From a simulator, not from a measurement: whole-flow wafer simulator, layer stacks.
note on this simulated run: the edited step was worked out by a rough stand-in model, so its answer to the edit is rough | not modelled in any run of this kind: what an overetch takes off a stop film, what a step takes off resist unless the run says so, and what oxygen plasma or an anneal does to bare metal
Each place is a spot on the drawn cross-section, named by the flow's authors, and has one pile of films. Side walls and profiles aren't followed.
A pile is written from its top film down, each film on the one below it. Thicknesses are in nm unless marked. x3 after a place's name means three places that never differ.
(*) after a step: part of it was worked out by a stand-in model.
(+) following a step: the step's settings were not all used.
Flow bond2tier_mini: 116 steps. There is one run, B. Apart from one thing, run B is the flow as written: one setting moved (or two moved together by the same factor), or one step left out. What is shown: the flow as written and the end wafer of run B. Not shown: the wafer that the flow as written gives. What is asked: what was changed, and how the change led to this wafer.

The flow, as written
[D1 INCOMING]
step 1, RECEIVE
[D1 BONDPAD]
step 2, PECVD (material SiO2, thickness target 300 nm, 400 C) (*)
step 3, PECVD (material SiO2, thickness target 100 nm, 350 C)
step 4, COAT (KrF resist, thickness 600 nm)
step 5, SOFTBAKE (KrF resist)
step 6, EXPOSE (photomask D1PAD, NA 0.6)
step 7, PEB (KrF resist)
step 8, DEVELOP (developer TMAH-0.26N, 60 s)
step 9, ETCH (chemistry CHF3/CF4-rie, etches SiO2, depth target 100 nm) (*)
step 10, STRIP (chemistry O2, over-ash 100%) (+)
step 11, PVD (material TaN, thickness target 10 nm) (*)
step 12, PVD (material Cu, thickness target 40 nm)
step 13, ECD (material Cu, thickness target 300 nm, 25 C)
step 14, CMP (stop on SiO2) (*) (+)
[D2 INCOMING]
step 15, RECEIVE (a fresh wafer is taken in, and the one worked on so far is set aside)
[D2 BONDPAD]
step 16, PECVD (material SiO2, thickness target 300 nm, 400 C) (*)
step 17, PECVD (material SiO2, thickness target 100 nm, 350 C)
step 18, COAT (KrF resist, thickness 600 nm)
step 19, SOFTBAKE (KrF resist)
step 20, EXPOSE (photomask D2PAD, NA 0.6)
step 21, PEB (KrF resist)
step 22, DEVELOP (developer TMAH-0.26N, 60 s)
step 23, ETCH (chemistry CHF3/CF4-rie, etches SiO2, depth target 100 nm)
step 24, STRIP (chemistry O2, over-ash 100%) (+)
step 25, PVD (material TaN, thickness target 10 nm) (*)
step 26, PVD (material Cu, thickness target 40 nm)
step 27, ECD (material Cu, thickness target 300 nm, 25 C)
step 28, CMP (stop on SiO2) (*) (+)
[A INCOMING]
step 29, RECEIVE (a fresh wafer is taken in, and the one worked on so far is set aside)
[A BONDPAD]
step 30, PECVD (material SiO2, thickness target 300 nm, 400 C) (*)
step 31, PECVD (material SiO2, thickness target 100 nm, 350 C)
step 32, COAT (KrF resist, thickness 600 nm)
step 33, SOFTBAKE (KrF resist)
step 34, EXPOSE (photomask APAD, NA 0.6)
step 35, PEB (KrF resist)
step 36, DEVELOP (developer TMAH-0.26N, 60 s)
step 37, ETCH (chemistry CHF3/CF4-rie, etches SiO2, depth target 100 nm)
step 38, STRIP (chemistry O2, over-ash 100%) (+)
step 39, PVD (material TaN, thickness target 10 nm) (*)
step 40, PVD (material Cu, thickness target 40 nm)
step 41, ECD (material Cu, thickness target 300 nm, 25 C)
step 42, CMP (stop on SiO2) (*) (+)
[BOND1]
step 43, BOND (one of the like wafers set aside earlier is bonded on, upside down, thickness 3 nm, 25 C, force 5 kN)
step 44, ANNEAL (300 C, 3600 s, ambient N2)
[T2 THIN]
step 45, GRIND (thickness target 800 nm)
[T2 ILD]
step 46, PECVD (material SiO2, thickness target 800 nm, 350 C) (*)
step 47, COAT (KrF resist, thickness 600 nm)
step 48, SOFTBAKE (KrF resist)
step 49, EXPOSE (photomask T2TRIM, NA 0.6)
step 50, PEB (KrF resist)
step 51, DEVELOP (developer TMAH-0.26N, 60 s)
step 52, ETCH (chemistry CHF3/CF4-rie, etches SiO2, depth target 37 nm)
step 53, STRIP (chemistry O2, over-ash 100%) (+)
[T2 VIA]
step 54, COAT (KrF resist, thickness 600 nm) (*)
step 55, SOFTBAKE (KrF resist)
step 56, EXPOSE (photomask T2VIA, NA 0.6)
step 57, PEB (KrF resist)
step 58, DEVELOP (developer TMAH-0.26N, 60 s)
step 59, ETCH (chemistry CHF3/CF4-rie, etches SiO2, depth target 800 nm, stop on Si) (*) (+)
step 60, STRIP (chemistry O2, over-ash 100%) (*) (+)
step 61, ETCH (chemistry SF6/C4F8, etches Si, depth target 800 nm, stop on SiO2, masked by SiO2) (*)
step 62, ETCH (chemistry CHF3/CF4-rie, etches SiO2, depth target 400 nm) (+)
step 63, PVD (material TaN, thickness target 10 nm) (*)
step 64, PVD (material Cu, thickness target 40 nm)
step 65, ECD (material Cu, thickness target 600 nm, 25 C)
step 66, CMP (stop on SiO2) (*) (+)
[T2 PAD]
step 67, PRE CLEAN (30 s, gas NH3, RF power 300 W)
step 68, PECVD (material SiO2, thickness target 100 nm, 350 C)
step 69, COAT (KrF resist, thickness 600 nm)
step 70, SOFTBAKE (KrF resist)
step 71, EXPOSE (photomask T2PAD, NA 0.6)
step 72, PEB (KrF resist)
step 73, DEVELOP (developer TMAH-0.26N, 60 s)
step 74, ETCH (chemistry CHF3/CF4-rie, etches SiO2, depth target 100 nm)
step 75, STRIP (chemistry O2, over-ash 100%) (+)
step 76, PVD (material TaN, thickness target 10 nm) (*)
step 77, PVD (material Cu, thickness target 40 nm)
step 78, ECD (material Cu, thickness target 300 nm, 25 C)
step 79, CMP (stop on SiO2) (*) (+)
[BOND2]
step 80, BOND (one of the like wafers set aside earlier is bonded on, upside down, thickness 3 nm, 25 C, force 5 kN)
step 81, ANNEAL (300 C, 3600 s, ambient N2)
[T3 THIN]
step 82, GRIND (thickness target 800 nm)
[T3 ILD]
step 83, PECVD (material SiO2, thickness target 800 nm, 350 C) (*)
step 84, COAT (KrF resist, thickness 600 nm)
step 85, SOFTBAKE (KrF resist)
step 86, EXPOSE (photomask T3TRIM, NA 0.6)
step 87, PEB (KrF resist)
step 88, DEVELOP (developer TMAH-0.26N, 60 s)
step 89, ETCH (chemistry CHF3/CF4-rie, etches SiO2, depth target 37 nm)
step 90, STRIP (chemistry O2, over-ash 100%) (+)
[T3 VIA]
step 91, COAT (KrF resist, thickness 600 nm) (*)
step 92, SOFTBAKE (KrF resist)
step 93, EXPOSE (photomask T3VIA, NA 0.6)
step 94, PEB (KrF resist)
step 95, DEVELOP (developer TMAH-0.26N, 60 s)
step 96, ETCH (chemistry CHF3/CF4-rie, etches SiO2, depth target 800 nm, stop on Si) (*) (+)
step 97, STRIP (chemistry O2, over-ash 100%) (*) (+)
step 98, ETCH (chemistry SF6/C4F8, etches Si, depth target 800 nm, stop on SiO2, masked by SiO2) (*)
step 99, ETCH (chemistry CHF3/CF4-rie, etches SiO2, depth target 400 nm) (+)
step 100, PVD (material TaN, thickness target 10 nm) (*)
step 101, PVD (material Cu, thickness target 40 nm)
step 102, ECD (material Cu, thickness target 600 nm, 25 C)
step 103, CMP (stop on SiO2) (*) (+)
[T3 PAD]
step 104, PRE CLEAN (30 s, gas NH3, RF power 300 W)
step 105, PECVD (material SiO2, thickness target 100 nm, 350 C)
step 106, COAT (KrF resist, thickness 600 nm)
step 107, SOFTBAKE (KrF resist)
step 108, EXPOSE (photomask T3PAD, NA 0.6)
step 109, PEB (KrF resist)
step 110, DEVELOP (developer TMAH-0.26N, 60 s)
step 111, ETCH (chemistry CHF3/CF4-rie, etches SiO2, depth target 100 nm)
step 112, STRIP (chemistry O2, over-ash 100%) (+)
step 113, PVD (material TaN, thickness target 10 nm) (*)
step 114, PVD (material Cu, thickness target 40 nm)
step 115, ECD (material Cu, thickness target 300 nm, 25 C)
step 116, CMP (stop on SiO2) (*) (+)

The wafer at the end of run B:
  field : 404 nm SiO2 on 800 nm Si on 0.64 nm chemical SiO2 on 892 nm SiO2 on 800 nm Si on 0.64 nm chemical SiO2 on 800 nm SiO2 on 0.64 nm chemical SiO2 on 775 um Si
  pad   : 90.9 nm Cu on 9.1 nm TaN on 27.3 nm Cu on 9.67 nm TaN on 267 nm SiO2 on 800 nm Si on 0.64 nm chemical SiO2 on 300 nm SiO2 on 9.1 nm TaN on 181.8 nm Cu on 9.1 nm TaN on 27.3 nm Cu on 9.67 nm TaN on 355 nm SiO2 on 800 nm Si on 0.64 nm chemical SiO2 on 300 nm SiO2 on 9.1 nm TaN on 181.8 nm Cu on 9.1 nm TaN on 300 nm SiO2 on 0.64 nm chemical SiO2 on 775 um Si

Cause: step 83, PECVD: thickness target 712 nm was run, while the flow as written has thickness target 800 nm.

The path from the change to this, step by step:
  step 83, PECVD (material SiO2, thickness target 800 nm, 350 C) (*)
      field, pad: +712 SiO2 (new film) (in the flow as written it would be: +800 SiO2 (new film))
